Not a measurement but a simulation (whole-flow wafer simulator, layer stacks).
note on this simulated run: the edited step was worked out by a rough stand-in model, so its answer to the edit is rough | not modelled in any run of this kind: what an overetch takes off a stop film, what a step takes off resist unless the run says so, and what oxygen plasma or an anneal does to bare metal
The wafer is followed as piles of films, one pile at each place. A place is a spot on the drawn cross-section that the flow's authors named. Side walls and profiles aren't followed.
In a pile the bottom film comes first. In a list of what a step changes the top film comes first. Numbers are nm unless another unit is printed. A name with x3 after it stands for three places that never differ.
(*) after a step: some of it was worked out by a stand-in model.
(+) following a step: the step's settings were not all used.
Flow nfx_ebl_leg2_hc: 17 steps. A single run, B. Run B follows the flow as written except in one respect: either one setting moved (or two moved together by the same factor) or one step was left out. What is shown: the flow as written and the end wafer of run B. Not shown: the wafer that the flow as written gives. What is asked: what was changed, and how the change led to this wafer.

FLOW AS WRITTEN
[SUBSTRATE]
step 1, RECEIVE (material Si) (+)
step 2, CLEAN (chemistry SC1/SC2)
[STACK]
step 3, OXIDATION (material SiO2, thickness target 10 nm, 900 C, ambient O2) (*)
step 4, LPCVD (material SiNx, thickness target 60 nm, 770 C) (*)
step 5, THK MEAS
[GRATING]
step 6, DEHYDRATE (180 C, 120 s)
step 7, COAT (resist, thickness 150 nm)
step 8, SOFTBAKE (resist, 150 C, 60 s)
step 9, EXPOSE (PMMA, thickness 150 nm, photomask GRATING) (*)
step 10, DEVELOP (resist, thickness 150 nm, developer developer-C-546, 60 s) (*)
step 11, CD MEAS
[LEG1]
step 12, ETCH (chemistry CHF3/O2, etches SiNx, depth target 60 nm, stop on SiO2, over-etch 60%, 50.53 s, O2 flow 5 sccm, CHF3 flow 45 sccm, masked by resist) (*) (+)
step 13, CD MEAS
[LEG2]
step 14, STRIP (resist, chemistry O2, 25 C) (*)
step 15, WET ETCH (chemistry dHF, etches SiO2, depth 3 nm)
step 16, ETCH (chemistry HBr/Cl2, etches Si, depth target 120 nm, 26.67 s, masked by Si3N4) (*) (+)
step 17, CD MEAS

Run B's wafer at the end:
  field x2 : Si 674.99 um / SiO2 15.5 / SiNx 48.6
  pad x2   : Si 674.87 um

What caused this: step 3, OXIDATION: thickness target 15.5 nm was run, while the flow as written has thickness target 10 nm.
The wafer lets one read it off: field x2 has SiO2 15.5, and step 3 as written asks for 10 nm.

Step by step, how the change led to this:
  step 3, OXIDATION (material SiO2, thickness target 10 nm, 900 C, ambient O2) (*)
      field x2, pad x2: SiO2 gains 15.5 (new film), chemical SiO2 loses 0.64 (all of it), Si loses 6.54 (in the flow as written it would be: SiO2 gains 10 (new film), chemical SiO2 loses 0.64 (all of it), Si loses 4.12)
  step 12, ETCH (chemistry CHF3/O2, etches SiNx, depth target 60 nm, stop on SiO2, over-etch 60%, 50.53 s, O2 flow 5 sccm, CHF3 flow 45 sccm, masked by resist) (*) (+)
      pad x2: SiNx loses 60 (all of it), SiO2 loses 15.5 (all of it) (in the flow as written it would be: SiNx loses 60 (all of it), SiO2 loses 10 (all of it))
